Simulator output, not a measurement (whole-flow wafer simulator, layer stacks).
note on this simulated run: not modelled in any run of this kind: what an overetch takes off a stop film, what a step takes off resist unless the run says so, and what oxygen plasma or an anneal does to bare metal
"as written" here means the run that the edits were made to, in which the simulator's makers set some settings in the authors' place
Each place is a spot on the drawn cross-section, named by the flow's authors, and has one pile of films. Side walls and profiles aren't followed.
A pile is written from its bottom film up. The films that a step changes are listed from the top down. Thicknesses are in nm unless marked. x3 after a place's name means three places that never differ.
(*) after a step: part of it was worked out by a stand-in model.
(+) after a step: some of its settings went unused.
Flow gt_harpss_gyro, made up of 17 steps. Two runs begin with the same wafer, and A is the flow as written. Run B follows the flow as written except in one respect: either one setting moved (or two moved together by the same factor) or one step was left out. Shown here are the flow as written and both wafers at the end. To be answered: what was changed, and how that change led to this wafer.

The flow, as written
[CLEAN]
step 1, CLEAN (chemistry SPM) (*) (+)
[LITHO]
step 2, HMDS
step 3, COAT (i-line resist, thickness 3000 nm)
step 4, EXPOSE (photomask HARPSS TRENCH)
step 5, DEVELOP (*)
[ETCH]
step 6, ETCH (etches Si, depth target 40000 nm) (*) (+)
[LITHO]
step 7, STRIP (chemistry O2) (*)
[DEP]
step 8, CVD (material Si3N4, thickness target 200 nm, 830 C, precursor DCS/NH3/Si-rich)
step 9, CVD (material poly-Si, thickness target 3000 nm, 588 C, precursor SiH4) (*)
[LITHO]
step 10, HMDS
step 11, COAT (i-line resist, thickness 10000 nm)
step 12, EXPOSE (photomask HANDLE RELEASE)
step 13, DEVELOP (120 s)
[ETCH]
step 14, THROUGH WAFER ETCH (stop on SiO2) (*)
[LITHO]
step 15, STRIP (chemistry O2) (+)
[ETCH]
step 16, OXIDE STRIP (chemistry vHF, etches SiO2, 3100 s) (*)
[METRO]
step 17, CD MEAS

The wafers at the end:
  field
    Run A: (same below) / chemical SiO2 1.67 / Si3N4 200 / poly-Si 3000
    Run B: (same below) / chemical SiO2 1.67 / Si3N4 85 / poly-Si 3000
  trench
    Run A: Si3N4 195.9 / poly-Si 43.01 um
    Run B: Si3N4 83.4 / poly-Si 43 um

Cause: step 8, CVD: thickness target 85 nm was run, whereas the flow has thickness target 200 nm.
The wafer lets one read it off: field has Si3N4 85, and step 8 as written asks for 200 nm.

How this came from the change, step by step:
  step 8, CVD (material Si3N4, thickness target 200 nm, 830 C, precursor DCS/NH3/Si-rich)
      field: A +200 Si3N4 (new film) | B +85 Si3N4 (new film)
      trench: A +195.9 Si3N4 (new film) | B +83.4 Si3N4 (new film)
  step 9, CVD (material poly-Si, thickness target 3000 nm, 588 C, precursor SiH4) (*)
      trench: A +43.01 um poly-Si (new film) | B +43 um poly-Si (new film)
